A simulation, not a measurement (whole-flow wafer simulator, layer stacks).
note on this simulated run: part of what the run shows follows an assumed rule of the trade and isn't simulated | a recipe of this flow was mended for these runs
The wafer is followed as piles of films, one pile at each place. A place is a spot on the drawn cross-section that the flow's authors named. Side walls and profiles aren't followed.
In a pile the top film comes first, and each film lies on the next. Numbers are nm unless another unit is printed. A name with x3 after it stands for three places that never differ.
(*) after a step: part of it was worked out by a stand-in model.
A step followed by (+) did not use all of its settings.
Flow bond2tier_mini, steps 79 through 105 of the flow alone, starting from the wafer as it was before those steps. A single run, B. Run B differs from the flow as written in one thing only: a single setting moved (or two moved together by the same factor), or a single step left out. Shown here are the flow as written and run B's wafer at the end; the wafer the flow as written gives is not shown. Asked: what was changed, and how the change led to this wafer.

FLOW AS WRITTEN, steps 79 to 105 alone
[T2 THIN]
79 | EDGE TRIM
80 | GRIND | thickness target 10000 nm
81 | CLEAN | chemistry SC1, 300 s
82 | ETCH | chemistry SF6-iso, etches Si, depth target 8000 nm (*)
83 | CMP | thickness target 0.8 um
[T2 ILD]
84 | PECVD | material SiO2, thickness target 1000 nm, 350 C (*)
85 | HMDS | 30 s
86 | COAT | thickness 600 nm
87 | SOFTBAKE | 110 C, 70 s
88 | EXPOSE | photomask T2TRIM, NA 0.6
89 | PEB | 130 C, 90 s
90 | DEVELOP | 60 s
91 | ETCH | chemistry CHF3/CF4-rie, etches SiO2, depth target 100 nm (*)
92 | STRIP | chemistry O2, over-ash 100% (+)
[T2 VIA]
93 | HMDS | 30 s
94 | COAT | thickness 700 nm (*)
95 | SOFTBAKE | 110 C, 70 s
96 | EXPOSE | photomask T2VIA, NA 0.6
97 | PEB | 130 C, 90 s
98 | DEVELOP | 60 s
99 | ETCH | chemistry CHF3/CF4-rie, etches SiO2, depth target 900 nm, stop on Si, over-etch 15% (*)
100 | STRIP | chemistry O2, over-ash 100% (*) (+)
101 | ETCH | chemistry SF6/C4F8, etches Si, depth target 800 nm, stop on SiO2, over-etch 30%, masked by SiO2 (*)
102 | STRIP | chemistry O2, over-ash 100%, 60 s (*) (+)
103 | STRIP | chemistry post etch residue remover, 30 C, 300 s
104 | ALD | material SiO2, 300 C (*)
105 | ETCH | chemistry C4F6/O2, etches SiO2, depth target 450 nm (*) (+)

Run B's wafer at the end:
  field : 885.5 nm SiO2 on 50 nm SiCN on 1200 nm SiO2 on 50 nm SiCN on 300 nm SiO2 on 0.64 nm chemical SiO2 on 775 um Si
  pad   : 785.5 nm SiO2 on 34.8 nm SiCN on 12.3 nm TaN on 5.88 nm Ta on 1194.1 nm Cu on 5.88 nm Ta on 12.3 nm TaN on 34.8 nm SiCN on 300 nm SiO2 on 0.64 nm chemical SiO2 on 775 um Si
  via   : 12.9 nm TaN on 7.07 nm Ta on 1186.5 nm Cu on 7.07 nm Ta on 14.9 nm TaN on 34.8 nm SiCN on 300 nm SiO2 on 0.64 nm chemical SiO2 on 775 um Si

The reason: step 80, GRIND: thickness target 6722 nm was run, whereas the flow has thickness target 10000 nm.

The path from the change to this, step by step:
  80 | GRIND | thickness target 10000 nm
      field, pad, via: Si loses 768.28 um (as written it would have been: Si loses 765 um)
  82 | ETCH | chemistry SF6-iso, etches Si, depth target 8000 nm (*)
      field, pad, via: chemical SiO2 loses 0.6 (all of it), Si loses 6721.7 (all of it), chemical SiO2 loses 0.64 (all of it), SiO2 loses 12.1 (as written it would have been: chemical SiO2 loses 0.6 (all of it), Si loses 8000)
  83 | CMP | thickness target 0.8 um
      field, pad, via: nothing (as written it would have been: Si loses 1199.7)
  84 | PECVD | material SiO2, thickness target 1000 nm, 350 C (*)
      field, pad, via: SiO2 gains 1000 (as written it would have been: SiO2 gains 1000 (new film))
  99 | ETCH | chemistry CHF3/CF4-rie, etches SiO2, depth target 900 nm, stop on Si, over-etch 15% (*)
      via: SiO2 loses 1035 (as written it would have been: SiO2 loses 900 (all of it), Si loses 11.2)
  101 | ETCH | chemistry SF6/C4F8, etches Si, depth target 800 nm, stop on SiO2, over-etch 30%, masked by SiO2 (*)
      via: SiO2 loses 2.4 (as written it would have been: Si loses 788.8 (all of it), chemical SiO2 loses 0.64 (all of it), SiO2 loses 1.87)
      field, pad: SiO2 loses 2.4 (as written it would have been: SiO2 loses 10.3)
  105 | ETCH | chemistry C4F6/O2, etches SiO2, depth target 450 nm (*) (+)
      via: SiO2 loses 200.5 (all of it), SiCN loses 34.8 (all of it), TaN loses 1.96 (as written it would have been: SiO2 loses 348.1 (all of it), SiCN loses 17.2)
